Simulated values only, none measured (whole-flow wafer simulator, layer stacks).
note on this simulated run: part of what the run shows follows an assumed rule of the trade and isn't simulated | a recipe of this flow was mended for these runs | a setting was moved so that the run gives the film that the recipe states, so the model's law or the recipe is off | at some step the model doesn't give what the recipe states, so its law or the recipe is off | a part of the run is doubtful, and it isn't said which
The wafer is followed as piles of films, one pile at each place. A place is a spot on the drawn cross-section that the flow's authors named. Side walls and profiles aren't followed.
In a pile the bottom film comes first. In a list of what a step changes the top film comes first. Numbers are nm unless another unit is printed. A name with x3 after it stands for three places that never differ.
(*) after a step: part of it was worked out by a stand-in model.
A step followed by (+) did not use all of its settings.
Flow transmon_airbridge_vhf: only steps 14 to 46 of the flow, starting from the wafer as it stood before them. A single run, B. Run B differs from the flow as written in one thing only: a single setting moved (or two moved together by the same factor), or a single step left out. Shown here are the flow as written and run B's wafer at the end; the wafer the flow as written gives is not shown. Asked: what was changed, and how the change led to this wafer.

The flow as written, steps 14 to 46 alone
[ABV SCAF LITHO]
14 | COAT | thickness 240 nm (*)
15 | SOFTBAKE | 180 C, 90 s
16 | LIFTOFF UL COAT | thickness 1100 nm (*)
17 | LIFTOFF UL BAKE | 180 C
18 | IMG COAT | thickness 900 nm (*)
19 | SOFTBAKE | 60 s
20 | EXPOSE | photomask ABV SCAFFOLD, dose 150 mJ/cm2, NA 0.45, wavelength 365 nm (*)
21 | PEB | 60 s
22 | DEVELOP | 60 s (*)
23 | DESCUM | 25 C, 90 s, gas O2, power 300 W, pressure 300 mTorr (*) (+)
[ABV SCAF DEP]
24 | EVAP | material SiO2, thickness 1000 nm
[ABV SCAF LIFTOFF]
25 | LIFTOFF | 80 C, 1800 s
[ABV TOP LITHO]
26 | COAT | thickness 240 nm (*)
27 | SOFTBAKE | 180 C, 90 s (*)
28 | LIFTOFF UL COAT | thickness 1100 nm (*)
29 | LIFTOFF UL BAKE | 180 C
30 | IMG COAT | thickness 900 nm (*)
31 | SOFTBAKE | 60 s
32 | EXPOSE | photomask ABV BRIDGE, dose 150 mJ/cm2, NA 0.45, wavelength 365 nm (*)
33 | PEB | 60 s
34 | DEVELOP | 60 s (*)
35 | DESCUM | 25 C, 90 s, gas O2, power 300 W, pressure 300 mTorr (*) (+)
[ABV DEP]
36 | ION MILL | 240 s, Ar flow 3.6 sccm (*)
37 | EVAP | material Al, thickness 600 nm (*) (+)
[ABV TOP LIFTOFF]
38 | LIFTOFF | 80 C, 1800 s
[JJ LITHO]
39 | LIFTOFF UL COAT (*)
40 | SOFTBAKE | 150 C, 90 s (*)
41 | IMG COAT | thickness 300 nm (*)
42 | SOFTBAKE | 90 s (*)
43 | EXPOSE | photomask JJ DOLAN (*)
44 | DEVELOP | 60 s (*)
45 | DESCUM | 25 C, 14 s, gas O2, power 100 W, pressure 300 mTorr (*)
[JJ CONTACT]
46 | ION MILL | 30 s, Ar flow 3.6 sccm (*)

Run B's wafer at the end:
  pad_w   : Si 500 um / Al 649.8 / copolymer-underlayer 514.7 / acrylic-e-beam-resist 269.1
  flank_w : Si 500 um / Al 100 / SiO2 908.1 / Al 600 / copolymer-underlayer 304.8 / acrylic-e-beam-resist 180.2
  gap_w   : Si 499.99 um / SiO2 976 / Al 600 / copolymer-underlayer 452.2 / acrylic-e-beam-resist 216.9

The reason: step 16, LIFTOFF UL COAT: thickness 550 nm was run, whereas the flow has thickness 1100 nm.

How this came from the change, step by step:
  16 | LIFTOFF UL COAT | thickness 1100 nm (*)
      field x3, jj_line, trace_open_s x2, margin_s, bridge_strip, margin_n: lift-off-underlayer gains 550 (new film) (in the flow as written it would be: lift-off-underlayer gains 1100 (new film))
      pad_w, pad_e: lift-off-underlayer gains 543.5 (new film) (in the flow as written it would be: lift-off-underlayer gains 1089.9 (new film))
      (also at 6 further places)
  22 | DEVELOP | 60 s (*)
      margin_s, bridge_strip, margin_n: i-line-resist loses 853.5 (all of it), lift-off-underlayer loses 550 (all of it) (in the flow as written it would be: i-line-resist loses 853.5 (all of it), lift-off-underlayer loses 1100 (all of it))
      flank_w, flank_e: i-line-resist loses 858.3 (all of it), lift-off-underlayer loses 537.6 (all of it) (in the flow as written it would be: i-line-resist loses 861.4 (all of it), lift-off-underlayer loses 1084.6 (all of it))
      (also at 3 further places)
  24 | EVAP | material SiO2, thickness 1000 nm
      flank_w, flank_e: SiO2 gains 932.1 (new film) (in the flow as written it would be: SiO2 gains 905.8 (new film))
  25 | LIFTOFF | 80 C, 1800 s
      field x3, jj_line, trace_open_s x2: SiO2 loses 1000 (all of it), i-line-resist loses 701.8 (all of it), lift-off-underlayer loses 550 (all of it), acrylic-e-beam-resist loses 240 (all of it) (in the flow as written it would be: SiO2 loses 1000 (all of it), i-line-resist loses 701.8 (all of it), lift-off-underlayer loses 1100 (all of it), acrylic-e-beam-resist loses 240 (all of it))
      pad_w, pad_e: SiO2 loses 1000 (all of it), i-line-resist loses 693.7 (all of it), lift-off-underlayer loses 543.5 (all of it), acrylic-e-beam-resist loses 239.3 (all of it) (in the flow as written it would be: SiO2 loses 1000 (all of it), i-line-resist loses 696.3 (all of it), lift-off-underlayer loses 1089.9 (all of it), acrylic-e-beam-resist loses 239.3 (all of it))
      (also at 1 further place)
  26 | COAT | thickness 240 nm (*)
      flank_w, flank_e: acrylic-e-beam-resist gains 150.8 (new film) (in the flow as written it would be: acrylic-e-beam-resist gains 155.2 (new film))
  35 | DESCUM | 25 C, 90 s, gas O2, power 300 W, pressure 300 mTorr (*) (+)
      flank_w, flank_e: acrylic-e-beam-resist loses 150.8 (all of it) (in the flow as written it would be: acrylic-e-beam-resist loses 155.2 (all of it))
  41 | IMG COAT | thickness 300 nm (*)
      flank_w, flank_e: acrylic-e-beam-resist gains 211.7 (new film) (in the flow as written it would be: acrylic-e-beam-resist gains 217.1 (new film))
